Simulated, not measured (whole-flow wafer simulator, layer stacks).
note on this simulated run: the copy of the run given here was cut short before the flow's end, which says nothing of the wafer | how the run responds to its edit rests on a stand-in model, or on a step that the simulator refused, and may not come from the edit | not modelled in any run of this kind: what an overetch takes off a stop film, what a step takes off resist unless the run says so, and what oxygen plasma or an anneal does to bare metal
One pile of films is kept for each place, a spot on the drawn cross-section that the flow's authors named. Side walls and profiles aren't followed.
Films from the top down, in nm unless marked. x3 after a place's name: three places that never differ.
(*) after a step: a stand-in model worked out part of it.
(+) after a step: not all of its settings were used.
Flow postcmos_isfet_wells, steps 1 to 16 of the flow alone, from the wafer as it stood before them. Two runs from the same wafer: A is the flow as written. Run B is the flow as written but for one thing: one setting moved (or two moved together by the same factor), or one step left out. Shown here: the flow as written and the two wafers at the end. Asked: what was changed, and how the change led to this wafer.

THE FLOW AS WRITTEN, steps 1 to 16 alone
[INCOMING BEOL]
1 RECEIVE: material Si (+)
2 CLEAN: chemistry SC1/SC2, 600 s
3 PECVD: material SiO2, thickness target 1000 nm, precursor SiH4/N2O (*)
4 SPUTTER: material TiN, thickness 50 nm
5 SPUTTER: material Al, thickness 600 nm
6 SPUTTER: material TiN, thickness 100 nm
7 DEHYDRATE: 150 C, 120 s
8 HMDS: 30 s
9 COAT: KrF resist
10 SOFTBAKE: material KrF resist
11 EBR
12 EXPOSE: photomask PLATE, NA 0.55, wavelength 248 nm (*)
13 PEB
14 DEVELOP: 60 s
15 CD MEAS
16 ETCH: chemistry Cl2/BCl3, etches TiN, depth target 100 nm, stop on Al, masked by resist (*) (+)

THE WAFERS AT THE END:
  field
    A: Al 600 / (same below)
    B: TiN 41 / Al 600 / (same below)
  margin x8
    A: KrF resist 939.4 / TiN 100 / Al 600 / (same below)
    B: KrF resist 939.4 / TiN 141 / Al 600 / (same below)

The cause: step 6, SPUTTER: thickness 141 nm was run, where the flow has thickness 100 nm.
It can be read off the wafer: margin x8 has TiN 141, and step 6 as written asks for 100 nm.

How the change led to this, step by step:
  6 SPUTTER: material TiN, thickness 100 nm
      field, margin x8: A TiN +100 (new film) | B TiN +141 (new film)
  16 ETCH: chemistry Cl2/BCl3, etches TiN, depth target 100 nm, stop on Al, masked by resist (*) (+)
      field: A TiN -100 (all of it) | B TiN -100
